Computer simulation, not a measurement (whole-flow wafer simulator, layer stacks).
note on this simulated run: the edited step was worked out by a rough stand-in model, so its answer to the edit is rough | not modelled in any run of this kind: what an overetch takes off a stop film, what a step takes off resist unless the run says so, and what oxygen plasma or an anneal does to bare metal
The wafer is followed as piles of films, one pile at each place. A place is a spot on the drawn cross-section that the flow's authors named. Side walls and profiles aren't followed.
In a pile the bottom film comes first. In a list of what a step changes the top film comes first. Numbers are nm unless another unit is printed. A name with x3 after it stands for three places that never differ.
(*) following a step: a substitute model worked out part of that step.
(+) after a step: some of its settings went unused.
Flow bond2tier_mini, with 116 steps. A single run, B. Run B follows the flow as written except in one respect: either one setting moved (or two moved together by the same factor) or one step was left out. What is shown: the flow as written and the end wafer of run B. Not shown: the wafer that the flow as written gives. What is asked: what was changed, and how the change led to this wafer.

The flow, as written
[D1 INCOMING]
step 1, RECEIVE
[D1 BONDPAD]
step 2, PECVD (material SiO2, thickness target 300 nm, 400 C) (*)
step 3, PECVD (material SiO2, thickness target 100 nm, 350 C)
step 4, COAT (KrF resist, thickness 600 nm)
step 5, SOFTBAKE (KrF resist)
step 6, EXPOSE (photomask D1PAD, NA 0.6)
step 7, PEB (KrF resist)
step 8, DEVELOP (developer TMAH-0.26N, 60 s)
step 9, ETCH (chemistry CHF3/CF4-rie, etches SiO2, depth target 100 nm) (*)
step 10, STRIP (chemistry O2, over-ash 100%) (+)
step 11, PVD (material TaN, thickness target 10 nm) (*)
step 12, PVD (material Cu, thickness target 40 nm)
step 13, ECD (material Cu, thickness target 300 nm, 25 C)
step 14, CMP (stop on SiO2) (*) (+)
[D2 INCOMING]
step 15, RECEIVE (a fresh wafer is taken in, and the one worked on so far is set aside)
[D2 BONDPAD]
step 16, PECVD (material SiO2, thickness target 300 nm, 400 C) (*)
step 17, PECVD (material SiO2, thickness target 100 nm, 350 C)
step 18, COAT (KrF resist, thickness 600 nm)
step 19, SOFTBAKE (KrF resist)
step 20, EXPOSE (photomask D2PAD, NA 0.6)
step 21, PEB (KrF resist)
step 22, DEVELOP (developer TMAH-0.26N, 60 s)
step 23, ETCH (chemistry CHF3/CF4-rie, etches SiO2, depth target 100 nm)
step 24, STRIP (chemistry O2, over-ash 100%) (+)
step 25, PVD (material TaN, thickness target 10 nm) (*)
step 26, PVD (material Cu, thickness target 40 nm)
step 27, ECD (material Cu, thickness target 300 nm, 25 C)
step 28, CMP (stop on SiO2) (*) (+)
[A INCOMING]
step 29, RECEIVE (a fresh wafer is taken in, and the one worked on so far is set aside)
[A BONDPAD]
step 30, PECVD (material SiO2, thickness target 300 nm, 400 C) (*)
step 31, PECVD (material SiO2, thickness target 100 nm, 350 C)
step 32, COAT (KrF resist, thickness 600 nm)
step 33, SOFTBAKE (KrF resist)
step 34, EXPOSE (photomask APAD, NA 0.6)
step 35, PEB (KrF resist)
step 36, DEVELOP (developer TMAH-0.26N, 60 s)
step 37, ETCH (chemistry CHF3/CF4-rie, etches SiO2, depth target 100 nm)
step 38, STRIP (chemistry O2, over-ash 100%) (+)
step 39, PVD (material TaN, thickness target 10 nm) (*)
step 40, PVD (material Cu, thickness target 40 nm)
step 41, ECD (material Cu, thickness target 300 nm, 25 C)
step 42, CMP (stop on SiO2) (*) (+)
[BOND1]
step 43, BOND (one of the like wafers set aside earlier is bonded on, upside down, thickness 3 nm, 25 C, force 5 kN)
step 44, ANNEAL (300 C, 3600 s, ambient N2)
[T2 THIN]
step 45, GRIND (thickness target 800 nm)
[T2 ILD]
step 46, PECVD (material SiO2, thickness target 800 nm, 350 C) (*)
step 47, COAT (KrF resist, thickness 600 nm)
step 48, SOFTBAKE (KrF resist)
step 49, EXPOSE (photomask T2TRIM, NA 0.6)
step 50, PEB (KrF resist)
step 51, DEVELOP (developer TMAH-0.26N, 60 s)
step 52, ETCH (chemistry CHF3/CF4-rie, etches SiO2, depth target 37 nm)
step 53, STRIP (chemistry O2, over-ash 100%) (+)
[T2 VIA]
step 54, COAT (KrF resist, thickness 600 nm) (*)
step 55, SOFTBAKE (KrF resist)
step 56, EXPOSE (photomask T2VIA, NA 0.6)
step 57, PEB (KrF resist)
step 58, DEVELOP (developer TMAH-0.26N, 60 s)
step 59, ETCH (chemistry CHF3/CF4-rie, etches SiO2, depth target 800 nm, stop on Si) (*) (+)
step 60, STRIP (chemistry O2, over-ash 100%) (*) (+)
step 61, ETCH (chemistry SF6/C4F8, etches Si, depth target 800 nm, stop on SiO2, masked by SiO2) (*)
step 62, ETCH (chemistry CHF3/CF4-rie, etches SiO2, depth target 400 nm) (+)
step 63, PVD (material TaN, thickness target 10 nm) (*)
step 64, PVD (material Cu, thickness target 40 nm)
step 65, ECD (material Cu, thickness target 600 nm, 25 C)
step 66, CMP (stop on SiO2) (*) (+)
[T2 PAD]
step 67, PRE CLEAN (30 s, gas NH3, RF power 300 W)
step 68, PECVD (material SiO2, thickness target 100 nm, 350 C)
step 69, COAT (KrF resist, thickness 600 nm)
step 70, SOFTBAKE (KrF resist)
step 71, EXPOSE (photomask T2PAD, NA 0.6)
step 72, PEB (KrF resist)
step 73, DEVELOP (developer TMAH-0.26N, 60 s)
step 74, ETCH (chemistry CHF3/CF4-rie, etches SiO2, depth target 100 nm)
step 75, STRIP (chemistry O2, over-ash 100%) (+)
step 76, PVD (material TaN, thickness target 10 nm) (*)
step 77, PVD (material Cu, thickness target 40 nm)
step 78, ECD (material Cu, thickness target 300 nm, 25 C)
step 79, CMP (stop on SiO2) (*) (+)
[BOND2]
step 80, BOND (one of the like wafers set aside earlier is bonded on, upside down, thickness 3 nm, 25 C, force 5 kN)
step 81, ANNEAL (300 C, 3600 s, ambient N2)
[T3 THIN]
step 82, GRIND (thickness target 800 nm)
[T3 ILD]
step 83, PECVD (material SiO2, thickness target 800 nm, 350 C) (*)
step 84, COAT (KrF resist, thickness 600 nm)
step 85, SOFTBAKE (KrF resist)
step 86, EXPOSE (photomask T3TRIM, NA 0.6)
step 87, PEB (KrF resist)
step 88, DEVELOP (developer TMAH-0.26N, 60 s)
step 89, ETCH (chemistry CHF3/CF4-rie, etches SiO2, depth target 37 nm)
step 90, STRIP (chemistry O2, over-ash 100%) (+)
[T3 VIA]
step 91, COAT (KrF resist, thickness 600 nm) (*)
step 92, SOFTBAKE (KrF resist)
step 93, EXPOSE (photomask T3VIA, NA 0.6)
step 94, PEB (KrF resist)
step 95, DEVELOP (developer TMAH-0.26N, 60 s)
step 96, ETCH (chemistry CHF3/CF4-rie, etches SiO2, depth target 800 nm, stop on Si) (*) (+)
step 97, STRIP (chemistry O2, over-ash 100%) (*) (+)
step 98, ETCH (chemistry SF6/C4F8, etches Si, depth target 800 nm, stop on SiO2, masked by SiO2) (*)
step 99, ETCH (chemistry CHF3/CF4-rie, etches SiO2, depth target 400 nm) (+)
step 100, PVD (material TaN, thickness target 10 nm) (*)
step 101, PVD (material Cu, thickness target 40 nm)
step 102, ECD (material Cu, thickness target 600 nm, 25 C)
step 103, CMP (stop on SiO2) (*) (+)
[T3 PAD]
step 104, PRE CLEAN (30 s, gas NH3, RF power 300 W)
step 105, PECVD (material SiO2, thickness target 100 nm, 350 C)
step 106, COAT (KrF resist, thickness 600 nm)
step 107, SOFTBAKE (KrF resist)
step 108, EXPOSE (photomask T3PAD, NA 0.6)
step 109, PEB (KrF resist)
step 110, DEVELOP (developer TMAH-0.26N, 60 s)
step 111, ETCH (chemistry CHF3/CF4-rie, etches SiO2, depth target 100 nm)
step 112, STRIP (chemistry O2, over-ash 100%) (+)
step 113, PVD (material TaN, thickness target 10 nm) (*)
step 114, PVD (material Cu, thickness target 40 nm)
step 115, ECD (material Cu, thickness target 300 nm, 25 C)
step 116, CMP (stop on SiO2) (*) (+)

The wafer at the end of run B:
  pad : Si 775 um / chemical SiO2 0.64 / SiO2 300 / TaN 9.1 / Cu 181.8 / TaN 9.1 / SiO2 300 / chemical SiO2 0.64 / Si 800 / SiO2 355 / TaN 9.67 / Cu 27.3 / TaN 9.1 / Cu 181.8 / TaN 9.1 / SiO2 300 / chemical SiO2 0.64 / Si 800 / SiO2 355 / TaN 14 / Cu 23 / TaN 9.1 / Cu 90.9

Cause: step 100, PVD: thickness target 14.5 nm was run, though the flow has thickness target 10 nm.

The path from the change to this, step by step:
  step 100, PVD (material TaN, thickness target 10 nm) (*)
      field: TaN gains 14.5 (new film) (as written it would have been: TaN gains 10 (new film))
      pad: TaN gains 14 (new film) (as written it would have been: TaN gains 9.67 (new film))
  step 103, CMP (stop on SiO2) (*) (+)
      field: Cu loses 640 (all of it), TaN loses 14.5 (all of it) (as written it would have been: Cu loses 640 (all of it), TaN loses 10 (all of it))
